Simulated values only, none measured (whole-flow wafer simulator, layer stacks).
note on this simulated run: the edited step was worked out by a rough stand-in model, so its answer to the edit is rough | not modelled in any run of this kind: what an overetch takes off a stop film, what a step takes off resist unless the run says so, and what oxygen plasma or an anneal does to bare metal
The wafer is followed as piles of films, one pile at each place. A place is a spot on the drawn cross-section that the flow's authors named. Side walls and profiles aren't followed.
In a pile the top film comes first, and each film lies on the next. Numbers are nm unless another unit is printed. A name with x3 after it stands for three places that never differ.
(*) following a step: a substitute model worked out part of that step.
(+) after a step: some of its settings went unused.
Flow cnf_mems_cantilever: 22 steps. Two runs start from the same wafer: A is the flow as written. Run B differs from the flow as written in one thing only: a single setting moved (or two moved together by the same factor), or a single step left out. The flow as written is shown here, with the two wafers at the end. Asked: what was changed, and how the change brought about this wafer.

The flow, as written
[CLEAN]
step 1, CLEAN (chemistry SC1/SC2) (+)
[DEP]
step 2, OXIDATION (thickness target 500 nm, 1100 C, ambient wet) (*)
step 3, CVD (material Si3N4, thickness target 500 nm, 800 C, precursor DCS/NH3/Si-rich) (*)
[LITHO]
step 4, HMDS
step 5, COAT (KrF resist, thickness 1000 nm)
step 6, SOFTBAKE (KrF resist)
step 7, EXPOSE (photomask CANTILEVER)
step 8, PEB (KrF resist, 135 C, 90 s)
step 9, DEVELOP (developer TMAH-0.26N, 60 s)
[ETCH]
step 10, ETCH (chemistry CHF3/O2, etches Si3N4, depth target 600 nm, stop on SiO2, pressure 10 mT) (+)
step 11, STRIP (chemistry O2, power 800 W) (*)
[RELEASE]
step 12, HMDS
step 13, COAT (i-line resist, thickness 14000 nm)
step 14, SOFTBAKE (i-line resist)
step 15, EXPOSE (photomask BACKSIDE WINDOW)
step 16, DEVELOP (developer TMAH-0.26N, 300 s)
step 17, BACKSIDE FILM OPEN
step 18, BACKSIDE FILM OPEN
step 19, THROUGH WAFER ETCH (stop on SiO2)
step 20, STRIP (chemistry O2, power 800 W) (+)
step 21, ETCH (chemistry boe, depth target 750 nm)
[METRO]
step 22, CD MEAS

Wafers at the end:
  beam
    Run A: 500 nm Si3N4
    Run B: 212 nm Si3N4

Cause: step 3, CVD: thickness target 212 nm was run, whereas the flow has thickness target 500 nm.
The wafer lets one read it off: beam has Si3N4 212, and step 3 as written asks for 500 nm.

How this came from the change, step by step:
  step 3, CVD (material Si3N4, thickness target 500 nm, 800 C, precursor DCS/NH3/Si-rich) (*)
      field, beam: A Si3N4 gains 500 (new film) | B Si3N4 gains 212 (new film)
  step 10, ETCH (chemistry CHF3/O2, etches Si3N4, depth target 600 nm, stop on SiO2, pressure 10 mT) (+)
      field: A Si3N4 loses 500 (all of it) | B Si3N4 loses 212 (all of it)
      beam: A KrF resist loses 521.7 | B KrF resist loses 276.5
  step 11, STRIP (chemistry O2, power 800 W) (*)
      beam: A KrF resist loses 419.9 (all of it) | B KrF resist loses 665.1 (all of it)
